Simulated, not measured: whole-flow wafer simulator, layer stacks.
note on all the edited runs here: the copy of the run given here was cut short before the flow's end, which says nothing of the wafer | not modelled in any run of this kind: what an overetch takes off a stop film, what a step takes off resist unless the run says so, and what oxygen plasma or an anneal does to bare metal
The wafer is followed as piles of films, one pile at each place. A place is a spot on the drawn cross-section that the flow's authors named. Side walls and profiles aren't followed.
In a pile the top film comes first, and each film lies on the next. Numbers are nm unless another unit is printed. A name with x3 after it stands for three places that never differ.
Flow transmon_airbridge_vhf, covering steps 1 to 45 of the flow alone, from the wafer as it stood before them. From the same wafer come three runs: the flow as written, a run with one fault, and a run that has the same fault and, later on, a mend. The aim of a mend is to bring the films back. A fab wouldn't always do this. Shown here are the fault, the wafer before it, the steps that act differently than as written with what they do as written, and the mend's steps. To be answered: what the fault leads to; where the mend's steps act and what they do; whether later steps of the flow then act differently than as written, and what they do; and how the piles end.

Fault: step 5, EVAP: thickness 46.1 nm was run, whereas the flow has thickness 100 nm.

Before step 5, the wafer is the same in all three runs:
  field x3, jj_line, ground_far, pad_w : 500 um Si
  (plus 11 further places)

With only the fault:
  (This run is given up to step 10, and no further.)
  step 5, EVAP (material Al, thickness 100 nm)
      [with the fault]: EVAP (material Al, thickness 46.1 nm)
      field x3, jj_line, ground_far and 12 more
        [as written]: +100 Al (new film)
        [with the fault]: +46.1 Al (new film)
  Later steps of the flow up to step 10 that are run all act as written at every place that is followed.
  The piles after step 10 differ from the flow's at field x3, jj_line, ground_far and 12 more by more than 2% or 0.5 nm, whichever is larger.
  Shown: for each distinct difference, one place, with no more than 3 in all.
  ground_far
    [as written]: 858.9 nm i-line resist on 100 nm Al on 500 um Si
    [with the fault]: 858.9 nm i-line resist on 46.1 nm Al on 500 um Si
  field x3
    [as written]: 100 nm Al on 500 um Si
    [with the fault]: 46.1 nm Al on 500 um Si

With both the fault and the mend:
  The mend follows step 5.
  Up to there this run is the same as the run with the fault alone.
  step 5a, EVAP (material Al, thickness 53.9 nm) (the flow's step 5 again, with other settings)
      field x3, jj_line, ground_far and 12 more
        +53.9 Al
  Later steps of the flow that are run all act as written at every place that is followed.
  At every place that both follow, the piles at the end match the flow's.
